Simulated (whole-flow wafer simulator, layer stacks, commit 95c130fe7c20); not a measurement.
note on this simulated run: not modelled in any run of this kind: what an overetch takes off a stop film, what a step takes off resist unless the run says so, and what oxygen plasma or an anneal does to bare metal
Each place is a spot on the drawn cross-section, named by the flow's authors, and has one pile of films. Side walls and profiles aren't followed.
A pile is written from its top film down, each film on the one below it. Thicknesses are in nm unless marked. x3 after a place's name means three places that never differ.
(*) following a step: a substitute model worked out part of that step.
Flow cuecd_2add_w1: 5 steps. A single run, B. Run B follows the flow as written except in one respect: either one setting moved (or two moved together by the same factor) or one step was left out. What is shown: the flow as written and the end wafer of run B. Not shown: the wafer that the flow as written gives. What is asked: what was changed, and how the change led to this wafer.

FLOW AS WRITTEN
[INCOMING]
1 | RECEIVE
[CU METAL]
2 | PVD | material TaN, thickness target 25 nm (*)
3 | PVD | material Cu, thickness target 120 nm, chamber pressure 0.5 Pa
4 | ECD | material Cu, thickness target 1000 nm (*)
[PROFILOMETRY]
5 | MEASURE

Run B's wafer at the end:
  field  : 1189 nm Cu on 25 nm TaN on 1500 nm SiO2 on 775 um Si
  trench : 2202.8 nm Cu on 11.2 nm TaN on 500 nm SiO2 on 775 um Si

Cause: step 3, PVD: thickness target 189 nm was run, whereas the flow has thickness target 120 nm.

How this came from the change, step by step:
  3 | PVD | material Cu, thickness target 120 nm, chamber pressure 0.5 Pa
      field: Cu gains 189 (new film) (in the flow as written it would be: Cu gains 120 (new film))
      trench: Cu gains 82.6 (new film) (in the flow as written it would be: Cu gains 53.6 (new film))
